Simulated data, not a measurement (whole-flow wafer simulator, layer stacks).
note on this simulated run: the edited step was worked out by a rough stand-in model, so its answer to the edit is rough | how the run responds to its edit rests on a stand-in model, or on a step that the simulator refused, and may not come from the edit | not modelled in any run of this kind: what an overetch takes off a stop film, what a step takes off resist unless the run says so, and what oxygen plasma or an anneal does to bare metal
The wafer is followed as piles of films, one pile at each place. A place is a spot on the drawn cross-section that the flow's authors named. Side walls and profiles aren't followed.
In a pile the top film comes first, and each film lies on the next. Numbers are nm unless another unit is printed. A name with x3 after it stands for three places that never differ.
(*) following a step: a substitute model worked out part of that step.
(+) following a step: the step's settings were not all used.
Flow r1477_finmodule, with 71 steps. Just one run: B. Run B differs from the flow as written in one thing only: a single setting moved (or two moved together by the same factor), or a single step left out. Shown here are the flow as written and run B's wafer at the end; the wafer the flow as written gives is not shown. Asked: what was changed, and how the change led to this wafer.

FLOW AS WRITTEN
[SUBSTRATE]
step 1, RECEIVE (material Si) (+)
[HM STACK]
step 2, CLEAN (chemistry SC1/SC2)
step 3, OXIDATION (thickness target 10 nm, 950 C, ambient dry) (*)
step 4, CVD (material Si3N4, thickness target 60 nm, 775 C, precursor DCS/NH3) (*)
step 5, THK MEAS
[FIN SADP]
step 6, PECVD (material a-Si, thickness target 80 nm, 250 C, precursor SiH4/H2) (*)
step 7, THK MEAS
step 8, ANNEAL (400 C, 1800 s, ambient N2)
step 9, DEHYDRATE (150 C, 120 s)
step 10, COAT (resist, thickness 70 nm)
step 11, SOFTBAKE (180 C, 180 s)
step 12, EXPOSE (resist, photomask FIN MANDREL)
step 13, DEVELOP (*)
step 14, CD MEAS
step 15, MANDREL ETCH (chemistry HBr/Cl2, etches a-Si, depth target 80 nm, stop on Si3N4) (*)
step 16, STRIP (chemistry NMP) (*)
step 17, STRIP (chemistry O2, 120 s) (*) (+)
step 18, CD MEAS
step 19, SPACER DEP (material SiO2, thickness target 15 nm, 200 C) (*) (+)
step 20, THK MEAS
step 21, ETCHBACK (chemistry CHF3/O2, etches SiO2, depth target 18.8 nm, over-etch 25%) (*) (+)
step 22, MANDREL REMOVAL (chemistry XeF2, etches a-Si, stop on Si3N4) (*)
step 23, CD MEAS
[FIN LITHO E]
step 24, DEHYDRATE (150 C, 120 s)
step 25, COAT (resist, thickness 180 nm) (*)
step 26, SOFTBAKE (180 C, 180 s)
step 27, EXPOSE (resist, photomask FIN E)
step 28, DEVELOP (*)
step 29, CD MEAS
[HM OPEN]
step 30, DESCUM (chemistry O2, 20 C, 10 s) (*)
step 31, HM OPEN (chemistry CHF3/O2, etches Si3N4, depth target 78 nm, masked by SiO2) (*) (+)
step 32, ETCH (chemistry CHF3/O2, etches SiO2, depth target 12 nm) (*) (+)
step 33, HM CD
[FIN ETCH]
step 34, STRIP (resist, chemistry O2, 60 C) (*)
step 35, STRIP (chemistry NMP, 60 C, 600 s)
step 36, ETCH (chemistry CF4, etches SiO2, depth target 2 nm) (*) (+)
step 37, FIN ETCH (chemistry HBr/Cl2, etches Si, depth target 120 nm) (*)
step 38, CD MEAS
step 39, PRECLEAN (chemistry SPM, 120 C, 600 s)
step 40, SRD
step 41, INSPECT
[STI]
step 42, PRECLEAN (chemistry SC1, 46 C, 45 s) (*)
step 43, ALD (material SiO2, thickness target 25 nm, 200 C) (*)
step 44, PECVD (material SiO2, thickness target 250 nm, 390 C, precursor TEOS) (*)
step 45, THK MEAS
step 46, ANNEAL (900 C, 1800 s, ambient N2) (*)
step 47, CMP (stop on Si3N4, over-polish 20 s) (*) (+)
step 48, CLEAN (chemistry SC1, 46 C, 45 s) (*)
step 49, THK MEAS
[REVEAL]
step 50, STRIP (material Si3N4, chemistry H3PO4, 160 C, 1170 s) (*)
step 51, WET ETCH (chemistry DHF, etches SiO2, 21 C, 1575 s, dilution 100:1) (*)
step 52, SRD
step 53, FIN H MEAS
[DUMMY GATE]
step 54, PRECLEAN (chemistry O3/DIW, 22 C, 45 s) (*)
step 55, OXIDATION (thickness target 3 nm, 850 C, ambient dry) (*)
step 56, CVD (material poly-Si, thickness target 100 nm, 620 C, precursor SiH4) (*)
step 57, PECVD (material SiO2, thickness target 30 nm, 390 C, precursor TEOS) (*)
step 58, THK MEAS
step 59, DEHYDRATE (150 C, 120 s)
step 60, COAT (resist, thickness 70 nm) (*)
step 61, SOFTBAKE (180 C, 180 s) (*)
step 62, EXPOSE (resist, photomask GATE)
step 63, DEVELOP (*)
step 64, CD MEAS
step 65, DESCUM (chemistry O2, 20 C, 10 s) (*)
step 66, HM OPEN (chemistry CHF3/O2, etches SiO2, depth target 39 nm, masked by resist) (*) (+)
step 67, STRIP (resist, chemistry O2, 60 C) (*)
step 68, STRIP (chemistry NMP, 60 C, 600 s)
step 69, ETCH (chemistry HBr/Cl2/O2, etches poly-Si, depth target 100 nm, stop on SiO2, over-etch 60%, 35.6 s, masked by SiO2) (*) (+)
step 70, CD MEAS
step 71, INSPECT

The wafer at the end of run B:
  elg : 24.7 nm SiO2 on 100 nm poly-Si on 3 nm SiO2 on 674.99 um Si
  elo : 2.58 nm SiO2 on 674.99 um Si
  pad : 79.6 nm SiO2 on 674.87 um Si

The reason: step 6, PECVD: thickness target 56 nm was run, though the flow has thickness target 80 nm.

The path from the change to this, step by step:
  step 6, PECVD (material a-Si, thickness target 80 nm, 250 C, precursor SiH4/H2) (*)
      pad, padg, elg and 33 more: a-Si gains 56 (new film) (as written it would have been: a-Si gains 80 (new film))
  step 15, MANDREL ETCH (chemistry HBr/Cl2, etches a-Si, depth target 80 nm, stop on Si3N4) (*)
      pad, padg, elg and 27 more: a-Si loses 56 (all of it) (as written it would have been: a-Si loses 80 (all of it))
  step 21, ETCHBACK (chemistry CHF3/O2, etches SiO2, depth target 18.8 nm, over-etch 25%) (*) (+)
      s40sg_line, s45sg_line, s50sg_line, s40so_line, s45so_line, s50so_line: SiO2 gains 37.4 (as written it would have been: SiO2 gains 61.4)
  step 22, MANDREL REMOVAL (chemistry XeF2, etches a-Si, stop on Si3N4) (*)
      s40cg, s45cg, s50cg, s40co, s45co, s50co: a-Si loses 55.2 (all of it) (as written it would have been: a-Si loses 79.2 (all of it))
  step 25, COAT (resist, thickness 180 nm) (*)
      s40cg, s40co: resist gains 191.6 (new film) (as written it would have been: resist gains 197.6 (new film))
      s40sg, s40so: resist gains 195.2 (new film) (as written it would have been: resist gains 201.2 (new film))
      (as well as at 14 more places)
  step 28, DEVELOP (*)
      s40cg, s40co: resist loses 191.6 (all of it) (as written it would have been: resist loses 197.6 (all of it))
      s40sg, s40so: resist loses 195.2 (all of it) (as written it would have been: resist loses 201.2 (all of it))
      (as well as at 14 more places)
  step 36, ETCH (chemistry CF4, etches SiO2, depth target 2 nm) (*) (+)
      s40sg_line, s45sg_line, s50sg_line, s40so_line, s45so_line, s50so_line: SiO2 loses 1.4 (all of it), Si3N4 loses 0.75 (as written it would have been: SiO2 loses 2)
  step 37, FIN ETCH (chemistry HBr/Cl2, etches Si, depth target 120 nm) (*)
      s40sg_line, s45sg_line, s50sg_line, s40so_line, s45so_line, s50so_line: Si3N4 loses 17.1 (as written it would have been: SiO2 loses 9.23)
  step 43, ALD (material SiO2, thickness target 25 nm, 200 C) (*)
      s40sg_line, s45sg_line, s50sg_line, s40so_line, s45so_line, s50so_line: SiO2 gains 25 (new film) (as written it would have been: SiO2 gains 25)
      s40cg, s45cg, s50cg, s40co, s45co, s50co: SiO2 gains 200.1 (new film) (as written it would have been: SiO2 gains 232.1 (new film))
  step 47, CMP (stop on Si3N4, over-polish 20 s) (*) (+)
      elg, e40lg, e100lg, e200lg, elo, e40lo, e100lo, e200lo: SiO2 loses 263.8 (all of it), Si3N4 loses 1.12 (as written it would have been: SiO2 loses 241.6)
      pad, padg, e40sg and 11 more: SiO2 loses 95 (as written it would have been: SiO2 loses 71.8)
      (as well as at 14 more places)
  step 50, STRIP (material Si3N4, chemistry H3PO4, 160 C, 1170 s) (*)
      elg, e40lg, e100lg, e200lg, elo, e40lo, e100lo, e200lo: Si3N4 loses 35.6 (all of it), SiO2 loses 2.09 (as written it would have been: SiO2 loses 4.28)
      s40sg_line, s45sg_line, s50sg_line, s40so_line, s45so_line, s50so_line: Si3N4 loses 35.6 (all of it), SiO2 loses 2.09 (as written it would have been: Si3N4 loses 58.9 (all of it), SiO2 loses 1.37)
  step 51, WET ETCH (chemistry DHF, etches SiO2, 21 C, 1575 s, dilution 100:1) (*)
      elg, e40lg, e100lg, e200lg, elo, e40lo, e100lo, e200lo: SiO2 loses 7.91 (all of it) (as written it would have been: SiO2 loses 17.8 (all of it), Si3N4 loses 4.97)
      s40sg_line, s45sg_line, s50sg_line, s40so_line, s45so_line, s50so_line: SiO2 loses 7.91 (all of it) (as written it would have been: SiO2 loses 8.63 (all of it))
  step 54, PRECLEAN (chemistry O3/DIW, 22 C, 45 s) (*)
      elg, e40lg, e100lg, e200lg, elo, e40lo, e100lo, e200lo: chemical SiO2 gains 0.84 (new film), Si loses 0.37 (as written it would have been: nothing)
  step 55, OXIDATION (thickness target 3 nm, 850 C, ambient dry) (*)
      elg, e40lg, e100lg, e200lg, elo, e40lo, e100lo, e200lo: SiO2 gains 3 (new film), chemical SiO2 loses 0.84 (all of it), Si loses 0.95 (as written it would have been: nothing)
  step 56, CVD (material poly-Si, thickness target 100 nm, 620 C, precursor SiH4) (*)
      s40cg, s40co: poly-Si gains 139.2 (new film) (as written it would have been: poly-Si gains 113.9 (new film))
      s45cg, s45co: poly-Si gains 139.2 (new film) (as written it would have been: poly-Si gains 113.4 (new film))
      (as well as at 3 more places)
  step 60, COAT (resist, thickness 70 nm) (*)
      e40sg, e40so: resist gains 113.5 (new film) (as written it would have been: resist gains 129.5 (new film))
      e100sg, e100so: resist gains 113.4 (new film) (as written it would have been: resist gains 129.4 (new film))
      (as well as at 15 more places)
  ... another 2 steps ...
  step 69, ETCH (chemistry HBr/Cl2/O2, etches poly-Si, depth target 100 nm, stop on SiO2, over-etch 60%, 35.6 s, masked by SiO2) (*) (+)
      s40co: chemical SiO2 loses 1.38 (all of it), poly-Si loses 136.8 (all of it), SiO2 loses 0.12 (as written it would have been: chemical SiO2 loses 1.46 (all of it), poly-Si loses 111.5 (all of it), SiO2 loses 0.24)
      s45co: chemical SiO2 loses 1.38 (all of it), poly-Si loses 136.8 (all of it), SiO2 loses 0.12 (as written it would have been: chemical SiO2 loses 1.46 (all of it), poly-Si loses 110.9 (all of it), SiO2 loses 0.25)
      (as well as at 1 more place)
